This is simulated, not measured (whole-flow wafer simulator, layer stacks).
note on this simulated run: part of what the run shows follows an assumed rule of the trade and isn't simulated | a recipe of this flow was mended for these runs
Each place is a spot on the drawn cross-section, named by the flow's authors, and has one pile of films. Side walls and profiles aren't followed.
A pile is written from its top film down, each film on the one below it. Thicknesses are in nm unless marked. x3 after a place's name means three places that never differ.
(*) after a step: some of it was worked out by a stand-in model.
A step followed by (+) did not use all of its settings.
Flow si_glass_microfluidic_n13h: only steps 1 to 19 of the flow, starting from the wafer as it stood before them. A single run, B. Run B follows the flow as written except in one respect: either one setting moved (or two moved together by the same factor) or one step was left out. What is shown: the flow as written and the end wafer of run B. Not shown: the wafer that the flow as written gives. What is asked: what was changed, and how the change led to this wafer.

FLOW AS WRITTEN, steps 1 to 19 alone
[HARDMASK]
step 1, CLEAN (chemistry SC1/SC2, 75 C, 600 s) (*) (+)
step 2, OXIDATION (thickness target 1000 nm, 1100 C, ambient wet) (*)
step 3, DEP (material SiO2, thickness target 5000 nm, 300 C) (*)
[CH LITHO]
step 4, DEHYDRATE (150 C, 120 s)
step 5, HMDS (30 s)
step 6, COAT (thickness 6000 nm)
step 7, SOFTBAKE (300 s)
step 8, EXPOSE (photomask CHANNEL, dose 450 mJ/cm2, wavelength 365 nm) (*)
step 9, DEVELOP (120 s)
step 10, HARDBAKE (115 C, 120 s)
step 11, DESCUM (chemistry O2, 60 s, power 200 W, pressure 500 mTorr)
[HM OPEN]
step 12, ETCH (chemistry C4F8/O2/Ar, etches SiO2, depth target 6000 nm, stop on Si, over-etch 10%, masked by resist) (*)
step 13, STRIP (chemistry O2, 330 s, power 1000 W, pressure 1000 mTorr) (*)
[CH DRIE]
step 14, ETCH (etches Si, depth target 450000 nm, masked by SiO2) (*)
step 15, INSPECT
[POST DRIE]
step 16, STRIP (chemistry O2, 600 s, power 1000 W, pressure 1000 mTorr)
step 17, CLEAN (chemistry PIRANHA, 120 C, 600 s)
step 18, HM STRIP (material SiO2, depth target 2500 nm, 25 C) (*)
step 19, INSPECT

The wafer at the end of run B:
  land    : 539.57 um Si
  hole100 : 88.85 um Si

Cause: step 2, OXIDATION: 1088 C was run, though the flow has 1100 C.

The path from the change to this, step by step:
  step 2, OXIDATION (thickness target 1000 nm, 1100 C, ambient wet) (*)
      land, hole100: SiO2 gains 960 (new film), chemical SiO2 loses 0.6 (all of it), Si loses 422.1 (it would be, as written: SiO2 gains 1000 (new film), chemical SiO2 loses 0.6 (all of it), Si loses 439.7)
  step 12, ETCH (chemistry C4F8/O2/Ar, etches SiO2, depth target 6000 nm, stop on Si, over-etch 10%, masked by resist) (*)
      hole100: SiO2 loses 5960 (all of it), Si loses 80 (it would be, as written: SiO2 loses 6000 (all of it), Si loses 75)
  step 18, HM STRIP (material SiO2, depth target 2500 nm, 25 C) (*)
      land: SiO2 loses 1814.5 (all of it) (it would be, as written: SiO2 loses 1854.4 (all of it))
